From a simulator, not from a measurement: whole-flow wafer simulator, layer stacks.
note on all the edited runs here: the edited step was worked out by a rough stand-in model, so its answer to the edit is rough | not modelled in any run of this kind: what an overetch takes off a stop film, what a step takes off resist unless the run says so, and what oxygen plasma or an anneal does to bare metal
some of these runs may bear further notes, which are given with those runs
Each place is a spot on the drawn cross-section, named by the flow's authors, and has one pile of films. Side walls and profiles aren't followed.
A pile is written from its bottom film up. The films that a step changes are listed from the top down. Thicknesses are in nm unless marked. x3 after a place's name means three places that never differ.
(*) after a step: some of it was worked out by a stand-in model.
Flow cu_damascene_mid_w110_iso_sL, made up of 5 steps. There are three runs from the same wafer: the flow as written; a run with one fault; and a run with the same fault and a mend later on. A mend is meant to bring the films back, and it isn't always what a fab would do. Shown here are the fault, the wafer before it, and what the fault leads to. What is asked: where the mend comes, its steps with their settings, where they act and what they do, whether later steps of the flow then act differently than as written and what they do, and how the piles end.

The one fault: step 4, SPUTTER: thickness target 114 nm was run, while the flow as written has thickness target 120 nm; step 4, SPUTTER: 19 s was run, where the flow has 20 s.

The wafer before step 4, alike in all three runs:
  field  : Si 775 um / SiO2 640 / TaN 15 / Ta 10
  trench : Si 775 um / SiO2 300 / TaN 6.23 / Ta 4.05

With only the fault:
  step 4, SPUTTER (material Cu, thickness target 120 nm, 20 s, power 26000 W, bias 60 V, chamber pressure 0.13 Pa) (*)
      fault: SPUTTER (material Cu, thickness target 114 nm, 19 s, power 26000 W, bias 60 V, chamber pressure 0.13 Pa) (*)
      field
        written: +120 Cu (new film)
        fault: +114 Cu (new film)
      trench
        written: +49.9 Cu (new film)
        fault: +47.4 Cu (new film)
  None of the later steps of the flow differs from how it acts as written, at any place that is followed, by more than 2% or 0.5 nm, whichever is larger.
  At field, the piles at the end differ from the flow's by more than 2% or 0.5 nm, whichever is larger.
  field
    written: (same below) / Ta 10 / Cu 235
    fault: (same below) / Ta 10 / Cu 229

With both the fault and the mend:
  The mend stands after step 4.
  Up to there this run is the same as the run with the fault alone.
  step 4a, SPUTTER (material Cu, thickness target 6 nm, 1 s, power 26000 W, bias 60 V, chamber pressure 0.13 Pa) (*) (the flow's step 4, run once more with other settings)
      field
        +6 Cu
      trench
        +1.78 Cu
  None of the later steps of the flow differs from how it acts as written, at any place that is followed, by more than 2% or 0.5 nm, whichever is larger.
  At every place that both follow, the piles at the end match the flow's.
